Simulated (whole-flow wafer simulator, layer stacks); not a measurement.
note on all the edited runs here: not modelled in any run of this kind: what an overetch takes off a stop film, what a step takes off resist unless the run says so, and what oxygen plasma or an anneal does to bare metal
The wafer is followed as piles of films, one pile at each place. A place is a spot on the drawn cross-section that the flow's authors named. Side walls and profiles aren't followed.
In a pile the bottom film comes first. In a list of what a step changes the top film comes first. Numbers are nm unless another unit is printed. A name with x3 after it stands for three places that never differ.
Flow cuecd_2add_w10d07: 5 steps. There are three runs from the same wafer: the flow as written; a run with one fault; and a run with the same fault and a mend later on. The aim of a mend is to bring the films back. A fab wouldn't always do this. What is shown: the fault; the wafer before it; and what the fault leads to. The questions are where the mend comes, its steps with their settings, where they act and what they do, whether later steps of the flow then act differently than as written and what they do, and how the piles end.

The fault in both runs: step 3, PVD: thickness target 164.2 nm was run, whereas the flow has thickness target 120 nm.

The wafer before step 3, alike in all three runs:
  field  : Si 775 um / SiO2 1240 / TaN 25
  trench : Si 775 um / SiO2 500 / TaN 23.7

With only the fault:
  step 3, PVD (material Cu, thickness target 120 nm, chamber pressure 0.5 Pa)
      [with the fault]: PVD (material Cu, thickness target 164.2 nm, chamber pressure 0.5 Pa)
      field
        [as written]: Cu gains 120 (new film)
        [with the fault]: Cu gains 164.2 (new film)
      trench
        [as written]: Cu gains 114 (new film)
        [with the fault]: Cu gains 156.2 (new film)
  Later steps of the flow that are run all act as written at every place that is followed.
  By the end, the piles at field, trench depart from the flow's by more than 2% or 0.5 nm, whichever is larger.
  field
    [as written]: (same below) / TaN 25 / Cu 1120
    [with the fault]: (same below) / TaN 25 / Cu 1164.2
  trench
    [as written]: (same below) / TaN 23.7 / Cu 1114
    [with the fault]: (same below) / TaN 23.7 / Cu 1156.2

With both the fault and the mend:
  After step 3 comes the mend.
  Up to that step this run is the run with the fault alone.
  step 3a, ETCH (chemistry cu recess dil, depth target 188.9 nm)
      field
        Cu loses 164.2 (all of it)
      trench
        Cu loses 156.2 (all of it)
  step 3b, PVD (material Cu, thickness target 120 nm, chamber pressure 0.5 Pa) (the flow's step 3, run once more)
      field
        Cu gains 120 (new film)
      trench
        Cu gains 114 (new film)
  Later steps of the flow that are run all act as written at every place that is followed.
  At every place that both follow, the piles at the end match the flow's.
